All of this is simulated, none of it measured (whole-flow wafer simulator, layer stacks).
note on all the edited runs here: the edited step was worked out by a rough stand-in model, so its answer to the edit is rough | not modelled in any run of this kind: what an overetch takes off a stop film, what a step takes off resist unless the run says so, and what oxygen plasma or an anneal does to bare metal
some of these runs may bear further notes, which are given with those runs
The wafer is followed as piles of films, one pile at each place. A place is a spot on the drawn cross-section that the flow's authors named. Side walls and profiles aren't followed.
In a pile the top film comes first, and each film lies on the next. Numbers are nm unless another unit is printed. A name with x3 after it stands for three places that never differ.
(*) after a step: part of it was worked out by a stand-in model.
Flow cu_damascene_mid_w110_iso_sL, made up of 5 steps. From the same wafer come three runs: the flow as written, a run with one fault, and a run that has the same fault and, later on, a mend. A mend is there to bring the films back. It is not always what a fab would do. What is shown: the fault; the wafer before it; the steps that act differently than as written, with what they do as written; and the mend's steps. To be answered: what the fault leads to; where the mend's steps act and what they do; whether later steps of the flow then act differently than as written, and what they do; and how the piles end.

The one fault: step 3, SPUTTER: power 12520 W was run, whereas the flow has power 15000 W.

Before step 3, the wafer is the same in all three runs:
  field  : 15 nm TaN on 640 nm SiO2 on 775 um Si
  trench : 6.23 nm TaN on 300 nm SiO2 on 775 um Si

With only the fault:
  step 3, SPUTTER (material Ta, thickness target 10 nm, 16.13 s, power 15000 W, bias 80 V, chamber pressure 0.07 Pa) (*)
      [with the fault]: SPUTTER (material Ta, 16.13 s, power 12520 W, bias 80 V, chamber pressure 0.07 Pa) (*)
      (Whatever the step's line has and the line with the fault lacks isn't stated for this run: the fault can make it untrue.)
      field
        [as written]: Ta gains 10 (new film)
        [with the fault]: Ta gains 8.35 (new film)
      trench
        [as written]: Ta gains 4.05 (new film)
        [with the fault]: Ta gains 3.26 (new film)
  Later steps of the flow that are run all act as written at every place that is followed, up to a difference of at most 2% or 0.5 nm, whichever is larger.
  At field, trench, the piles at the end differ from the flow's by more than 2% or 0.5 nm, whichever is larger.
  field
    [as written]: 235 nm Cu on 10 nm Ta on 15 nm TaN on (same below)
    [with the fault]: 235 nm Cu on 8.35 nm Ta on 15 nm TaN on (same below)
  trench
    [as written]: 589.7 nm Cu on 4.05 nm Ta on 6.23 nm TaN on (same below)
    [with the fault]: 588.9 nm Cu on 3.26 nm Ta on 6.23 nm TaN on (same below)

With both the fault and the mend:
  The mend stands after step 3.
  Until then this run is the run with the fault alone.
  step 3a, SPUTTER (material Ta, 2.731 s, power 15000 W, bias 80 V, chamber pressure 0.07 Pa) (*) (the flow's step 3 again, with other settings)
      field
        Ta gains 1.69
      trench
        Ta gains 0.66
  Later steps of the flow that are run all act as written at every place that is followed, up to a difference of at most 2% or 0.5 nm, whichever is larger.
  When the end is reached, the piles differ only a little from the flow's at the places that both follow, at most by 2% or 0.5 nm, whichever is larger.
